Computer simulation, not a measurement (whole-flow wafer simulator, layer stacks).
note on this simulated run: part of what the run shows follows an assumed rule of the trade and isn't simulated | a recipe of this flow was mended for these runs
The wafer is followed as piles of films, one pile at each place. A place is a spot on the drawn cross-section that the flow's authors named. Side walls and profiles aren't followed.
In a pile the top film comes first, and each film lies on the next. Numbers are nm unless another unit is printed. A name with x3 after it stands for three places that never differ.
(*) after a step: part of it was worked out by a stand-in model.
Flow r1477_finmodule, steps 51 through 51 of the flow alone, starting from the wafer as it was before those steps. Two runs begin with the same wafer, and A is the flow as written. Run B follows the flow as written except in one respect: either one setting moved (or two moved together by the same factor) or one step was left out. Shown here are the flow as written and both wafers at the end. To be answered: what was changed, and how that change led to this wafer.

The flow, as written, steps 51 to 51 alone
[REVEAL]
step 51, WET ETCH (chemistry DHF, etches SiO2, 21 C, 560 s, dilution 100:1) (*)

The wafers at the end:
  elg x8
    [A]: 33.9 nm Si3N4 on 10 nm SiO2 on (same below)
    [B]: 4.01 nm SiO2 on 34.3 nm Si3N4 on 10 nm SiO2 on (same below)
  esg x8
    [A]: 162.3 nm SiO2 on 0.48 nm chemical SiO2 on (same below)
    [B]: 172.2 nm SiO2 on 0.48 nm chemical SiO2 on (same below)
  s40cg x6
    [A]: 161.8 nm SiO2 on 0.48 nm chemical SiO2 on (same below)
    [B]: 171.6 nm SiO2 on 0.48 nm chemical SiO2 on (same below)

The reason: step 51, WET ETCH: 364 s was run, whereas the flow has 560 s.

How this came from the change, step by step:
  step 51, WET ETCH (chemistry DHF, etches SiO2, 21 C, 560 s, dilution 100:1) (*)
      elg x8: A SiO2 loses 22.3 (all of it), Si3N4 loses 0.41 | B SiO2 loses 18.3
      esg x8, s40cg x6, s40sg x6: A SiO2 loses 28.1 | B SiO2 loses 18.3
      (and at 8 other places as well)
